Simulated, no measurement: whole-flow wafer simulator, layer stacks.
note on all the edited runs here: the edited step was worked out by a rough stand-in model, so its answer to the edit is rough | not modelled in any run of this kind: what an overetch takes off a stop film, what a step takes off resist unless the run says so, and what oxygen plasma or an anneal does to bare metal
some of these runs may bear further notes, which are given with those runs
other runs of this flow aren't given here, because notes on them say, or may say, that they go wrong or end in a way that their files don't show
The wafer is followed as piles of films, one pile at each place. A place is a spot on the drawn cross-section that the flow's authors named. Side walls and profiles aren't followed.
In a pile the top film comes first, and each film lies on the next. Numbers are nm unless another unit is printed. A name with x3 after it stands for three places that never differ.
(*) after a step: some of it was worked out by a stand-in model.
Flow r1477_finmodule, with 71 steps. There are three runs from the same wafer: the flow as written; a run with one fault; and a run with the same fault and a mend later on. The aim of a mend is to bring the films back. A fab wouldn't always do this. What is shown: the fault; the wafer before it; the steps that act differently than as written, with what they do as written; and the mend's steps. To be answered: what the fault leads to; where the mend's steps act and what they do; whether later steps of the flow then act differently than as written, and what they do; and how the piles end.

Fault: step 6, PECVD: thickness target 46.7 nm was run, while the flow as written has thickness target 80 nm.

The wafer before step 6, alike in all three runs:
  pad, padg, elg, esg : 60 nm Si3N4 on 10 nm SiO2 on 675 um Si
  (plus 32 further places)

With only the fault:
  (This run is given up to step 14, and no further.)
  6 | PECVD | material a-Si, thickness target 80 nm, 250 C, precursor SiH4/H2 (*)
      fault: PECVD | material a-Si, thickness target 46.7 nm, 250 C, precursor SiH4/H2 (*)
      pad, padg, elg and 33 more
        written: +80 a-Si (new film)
        fault: +46.7 a-Si (new film)
  Later steps of the flow up to step 14 that are run all act as written at every place that is followed.
  After step 14, at pad, padg, elg and 33 more, the piles differ from the flow's by more than 2% or 0.5 nm, whichever is larger.
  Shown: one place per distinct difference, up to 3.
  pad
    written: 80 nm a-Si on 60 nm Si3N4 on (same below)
    fault: 46.7 nm a-Si on 60 nm Si3N4 on (same below)
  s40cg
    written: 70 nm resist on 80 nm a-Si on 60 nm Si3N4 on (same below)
    fault: 70 nm resist on 46.7 nm a-Si on 60 nm Si3N4 on (same below)

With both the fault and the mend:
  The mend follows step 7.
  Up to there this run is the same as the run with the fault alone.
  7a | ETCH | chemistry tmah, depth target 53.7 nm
      pad, padg, elg and 33 more
        -46.7 a-Si (all of it)
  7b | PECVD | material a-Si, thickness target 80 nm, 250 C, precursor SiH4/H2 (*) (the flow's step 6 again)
      pad, padg, elg and 33 more
        +80 a-Si (new film)
  Later steps of the flow that are run all act as written at every place that is followed.
  By the end, the piles equal the flow's at every place that both follow.
